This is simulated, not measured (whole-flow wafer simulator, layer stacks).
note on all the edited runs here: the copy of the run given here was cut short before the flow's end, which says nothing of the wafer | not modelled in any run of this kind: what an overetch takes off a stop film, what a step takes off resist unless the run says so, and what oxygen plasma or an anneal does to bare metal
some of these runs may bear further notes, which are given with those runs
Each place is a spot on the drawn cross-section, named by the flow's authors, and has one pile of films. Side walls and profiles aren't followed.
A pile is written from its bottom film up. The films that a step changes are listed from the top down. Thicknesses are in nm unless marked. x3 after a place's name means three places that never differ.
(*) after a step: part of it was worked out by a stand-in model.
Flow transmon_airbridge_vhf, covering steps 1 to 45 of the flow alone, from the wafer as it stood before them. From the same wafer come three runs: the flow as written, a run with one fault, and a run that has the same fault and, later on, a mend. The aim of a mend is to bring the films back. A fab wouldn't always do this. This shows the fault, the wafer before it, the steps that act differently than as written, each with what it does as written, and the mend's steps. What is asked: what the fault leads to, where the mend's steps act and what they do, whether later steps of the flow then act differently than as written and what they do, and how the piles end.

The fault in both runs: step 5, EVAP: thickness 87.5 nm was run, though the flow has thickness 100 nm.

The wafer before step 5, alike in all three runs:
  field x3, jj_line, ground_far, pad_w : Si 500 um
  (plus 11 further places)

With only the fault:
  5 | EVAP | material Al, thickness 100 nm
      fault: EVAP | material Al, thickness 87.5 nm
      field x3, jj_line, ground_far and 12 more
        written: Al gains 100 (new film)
        fault: Al gains 87.5 (new film)
  Steps later in the flow that act otherwise than as written (not shown: 19 more steps that differ only slightly, by at most 2% or 0.5 nm, whichever is larger):
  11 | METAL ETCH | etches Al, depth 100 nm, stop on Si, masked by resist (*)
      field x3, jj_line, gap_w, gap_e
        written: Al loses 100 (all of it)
        fault: Al loses 87.5 (all of it)
  The piles end different from the flow's at ground_far, flank_w, cpw_trace, flank_e, trace_open_s x2, margin_s, bridge_strip, margin_n by more than 2% or 0.5 nm, whichever is larger.
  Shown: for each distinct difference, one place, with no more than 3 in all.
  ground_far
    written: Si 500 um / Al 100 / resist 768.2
    fault: Si 500 um / Al 87.5 / resist 768.2
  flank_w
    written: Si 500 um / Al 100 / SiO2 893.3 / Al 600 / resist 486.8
    fault: Si 500 um / Al 87.5 / SiO2 893.3 / Al 600 / resist 488.1
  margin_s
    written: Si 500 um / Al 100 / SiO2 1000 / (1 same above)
    fault: Si 500 um / Al 87.5 / SiO2 1000 / (1 same above)

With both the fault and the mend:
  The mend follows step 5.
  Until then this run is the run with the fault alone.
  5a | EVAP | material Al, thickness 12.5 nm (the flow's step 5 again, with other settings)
      field x3, jj_line, ground_far and 12 more
        Al gains 12.5
  None of the later steps of the flow acts differently than as written at any place that is followed.
  At every place that both follow, the piles at the end match the flow's.
